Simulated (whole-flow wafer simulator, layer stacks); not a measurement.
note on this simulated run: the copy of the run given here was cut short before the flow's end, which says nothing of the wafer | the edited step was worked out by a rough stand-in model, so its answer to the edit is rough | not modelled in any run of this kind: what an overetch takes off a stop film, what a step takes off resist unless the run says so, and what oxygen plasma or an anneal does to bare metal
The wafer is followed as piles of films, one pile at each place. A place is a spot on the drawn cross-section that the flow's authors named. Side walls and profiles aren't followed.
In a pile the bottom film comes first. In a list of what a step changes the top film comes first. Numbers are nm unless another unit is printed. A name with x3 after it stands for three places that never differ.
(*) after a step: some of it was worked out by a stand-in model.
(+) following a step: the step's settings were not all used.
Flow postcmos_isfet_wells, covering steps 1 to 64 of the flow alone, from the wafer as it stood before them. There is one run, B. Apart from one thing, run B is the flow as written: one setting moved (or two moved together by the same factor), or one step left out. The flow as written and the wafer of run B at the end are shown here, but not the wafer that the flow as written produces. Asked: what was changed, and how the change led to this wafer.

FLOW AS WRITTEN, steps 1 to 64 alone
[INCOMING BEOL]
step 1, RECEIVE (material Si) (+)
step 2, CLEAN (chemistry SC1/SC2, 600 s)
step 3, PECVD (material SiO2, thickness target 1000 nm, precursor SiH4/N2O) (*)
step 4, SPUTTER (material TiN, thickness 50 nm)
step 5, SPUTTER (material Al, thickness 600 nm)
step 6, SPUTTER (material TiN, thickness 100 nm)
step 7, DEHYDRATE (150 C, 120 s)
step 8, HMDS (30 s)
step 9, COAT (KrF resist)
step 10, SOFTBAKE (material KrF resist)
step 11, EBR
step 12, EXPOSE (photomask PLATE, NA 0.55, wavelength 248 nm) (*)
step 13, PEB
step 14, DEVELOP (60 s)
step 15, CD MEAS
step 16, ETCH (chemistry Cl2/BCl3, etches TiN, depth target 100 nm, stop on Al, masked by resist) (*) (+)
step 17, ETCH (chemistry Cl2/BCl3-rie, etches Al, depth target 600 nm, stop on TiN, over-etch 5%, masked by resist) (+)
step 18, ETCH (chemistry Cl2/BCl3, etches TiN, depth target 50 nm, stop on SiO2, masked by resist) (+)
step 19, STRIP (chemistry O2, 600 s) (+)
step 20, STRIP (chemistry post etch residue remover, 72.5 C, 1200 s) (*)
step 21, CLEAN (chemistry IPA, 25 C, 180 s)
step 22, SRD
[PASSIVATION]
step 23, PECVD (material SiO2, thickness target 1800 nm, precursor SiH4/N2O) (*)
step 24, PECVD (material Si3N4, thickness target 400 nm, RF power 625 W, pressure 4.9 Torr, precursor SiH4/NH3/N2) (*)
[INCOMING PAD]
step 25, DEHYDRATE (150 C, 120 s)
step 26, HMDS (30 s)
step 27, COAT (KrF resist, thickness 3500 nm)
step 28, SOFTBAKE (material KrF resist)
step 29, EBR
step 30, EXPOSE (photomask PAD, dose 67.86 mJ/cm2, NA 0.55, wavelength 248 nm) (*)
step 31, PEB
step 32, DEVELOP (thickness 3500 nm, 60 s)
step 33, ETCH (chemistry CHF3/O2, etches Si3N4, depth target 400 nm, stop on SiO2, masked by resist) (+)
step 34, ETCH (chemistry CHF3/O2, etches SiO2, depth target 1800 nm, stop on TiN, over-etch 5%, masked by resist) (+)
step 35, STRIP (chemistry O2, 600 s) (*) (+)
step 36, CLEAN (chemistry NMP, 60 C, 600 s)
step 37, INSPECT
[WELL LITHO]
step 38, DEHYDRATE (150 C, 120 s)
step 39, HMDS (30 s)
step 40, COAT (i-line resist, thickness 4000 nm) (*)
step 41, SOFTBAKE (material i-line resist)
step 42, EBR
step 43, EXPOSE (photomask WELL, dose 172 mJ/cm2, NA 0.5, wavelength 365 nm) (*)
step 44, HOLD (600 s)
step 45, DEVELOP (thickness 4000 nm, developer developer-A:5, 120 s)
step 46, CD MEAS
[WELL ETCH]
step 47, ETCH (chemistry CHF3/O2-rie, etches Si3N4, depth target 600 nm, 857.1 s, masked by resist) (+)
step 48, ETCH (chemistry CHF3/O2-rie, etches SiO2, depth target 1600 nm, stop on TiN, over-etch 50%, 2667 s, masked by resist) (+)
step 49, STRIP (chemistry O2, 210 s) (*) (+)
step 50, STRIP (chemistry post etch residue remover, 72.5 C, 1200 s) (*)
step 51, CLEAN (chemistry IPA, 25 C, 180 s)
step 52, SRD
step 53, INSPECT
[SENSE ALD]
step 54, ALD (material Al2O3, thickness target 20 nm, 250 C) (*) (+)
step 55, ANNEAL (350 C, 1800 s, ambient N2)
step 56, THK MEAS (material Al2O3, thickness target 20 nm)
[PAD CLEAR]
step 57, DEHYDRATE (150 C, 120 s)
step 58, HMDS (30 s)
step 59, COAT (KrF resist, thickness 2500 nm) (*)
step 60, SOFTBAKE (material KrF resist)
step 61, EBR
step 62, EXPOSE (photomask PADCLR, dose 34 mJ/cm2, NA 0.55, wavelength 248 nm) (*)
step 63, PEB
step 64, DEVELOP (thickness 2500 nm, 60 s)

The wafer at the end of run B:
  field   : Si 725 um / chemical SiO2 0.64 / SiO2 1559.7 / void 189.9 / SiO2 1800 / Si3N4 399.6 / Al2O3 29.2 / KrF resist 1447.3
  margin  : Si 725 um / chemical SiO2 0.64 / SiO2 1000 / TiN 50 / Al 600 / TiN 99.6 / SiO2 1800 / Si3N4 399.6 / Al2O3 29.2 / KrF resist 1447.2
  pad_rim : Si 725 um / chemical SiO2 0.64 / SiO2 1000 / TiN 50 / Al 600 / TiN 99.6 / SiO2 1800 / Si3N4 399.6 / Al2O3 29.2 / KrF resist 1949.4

The reason: step 54, ALD: thickness target 29.2 nm was run, though the flow has thickness target 20 nm.
The wafer itself shows it: field has Al2O3 29.2, and step 54 as written asks for 20 nm.

The path from the change to this, step by step:
  step 54, ALD (material Al2O3, thickness target 20 nm, 250 C) (*) (+)
      field, margin, well900, well1300 x3, pad_rim, pad_clr, pad_open: Al2O3 gains 29.2 (new film) (it would be, as written: Al2O3 gains 20 (new film))
